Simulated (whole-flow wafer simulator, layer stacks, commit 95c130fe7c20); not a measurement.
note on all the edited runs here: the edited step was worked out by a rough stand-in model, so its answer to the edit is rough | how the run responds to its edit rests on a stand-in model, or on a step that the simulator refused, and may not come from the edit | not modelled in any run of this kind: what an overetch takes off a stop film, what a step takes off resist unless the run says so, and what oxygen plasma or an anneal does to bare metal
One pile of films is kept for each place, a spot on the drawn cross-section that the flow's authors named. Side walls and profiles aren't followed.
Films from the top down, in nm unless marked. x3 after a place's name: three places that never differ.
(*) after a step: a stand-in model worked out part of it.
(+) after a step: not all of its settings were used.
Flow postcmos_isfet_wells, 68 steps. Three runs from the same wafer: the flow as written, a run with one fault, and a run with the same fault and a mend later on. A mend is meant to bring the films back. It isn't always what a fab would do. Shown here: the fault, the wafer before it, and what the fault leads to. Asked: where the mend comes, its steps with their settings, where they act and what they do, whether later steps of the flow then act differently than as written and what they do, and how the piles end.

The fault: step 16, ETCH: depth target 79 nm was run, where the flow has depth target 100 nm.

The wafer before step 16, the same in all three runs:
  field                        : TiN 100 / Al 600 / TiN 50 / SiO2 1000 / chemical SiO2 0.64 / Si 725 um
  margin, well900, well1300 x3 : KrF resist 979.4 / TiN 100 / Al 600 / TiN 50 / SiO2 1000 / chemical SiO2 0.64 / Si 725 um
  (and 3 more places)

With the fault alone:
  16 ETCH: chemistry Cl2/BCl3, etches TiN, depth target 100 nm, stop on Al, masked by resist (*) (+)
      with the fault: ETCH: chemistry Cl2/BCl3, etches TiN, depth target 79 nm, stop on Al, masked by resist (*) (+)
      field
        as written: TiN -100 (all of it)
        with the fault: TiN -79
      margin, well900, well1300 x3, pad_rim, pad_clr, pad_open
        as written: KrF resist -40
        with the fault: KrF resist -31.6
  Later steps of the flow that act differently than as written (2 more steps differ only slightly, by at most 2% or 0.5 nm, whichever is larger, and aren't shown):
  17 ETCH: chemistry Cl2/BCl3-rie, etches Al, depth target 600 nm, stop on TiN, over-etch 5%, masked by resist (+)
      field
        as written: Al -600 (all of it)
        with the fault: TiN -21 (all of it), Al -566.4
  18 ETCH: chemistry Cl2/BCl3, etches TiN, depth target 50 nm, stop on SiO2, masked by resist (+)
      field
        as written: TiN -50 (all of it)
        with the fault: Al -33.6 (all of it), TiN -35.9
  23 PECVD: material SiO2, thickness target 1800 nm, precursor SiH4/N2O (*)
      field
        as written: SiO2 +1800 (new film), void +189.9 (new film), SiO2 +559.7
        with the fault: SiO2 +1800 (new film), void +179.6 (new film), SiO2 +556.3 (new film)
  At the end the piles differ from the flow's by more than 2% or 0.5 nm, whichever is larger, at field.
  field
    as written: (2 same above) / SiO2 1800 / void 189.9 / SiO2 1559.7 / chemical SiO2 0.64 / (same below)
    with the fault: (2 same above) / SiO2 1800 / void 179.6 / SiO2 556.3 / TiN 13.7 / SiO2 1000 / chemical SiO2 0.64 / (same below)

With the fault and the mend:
  The mend comes after step 16.
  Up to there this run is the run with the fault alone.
  16a ETCH: chemistry Cl2/BCl3, etches TiN, depth target 21 nm, stop on Al, masked by resist (the flow's step 16 once more, with other settings)
      margin, well900, well1300 x3, pad_rim, pad_clr, pad_open
        KrF resist -8.4
      field
        TiN -21 (all of it)
  No later step of the flow acts differently than as written at any place that is followed.
  At the end the piles are the same as the flow's at every place that both follow.
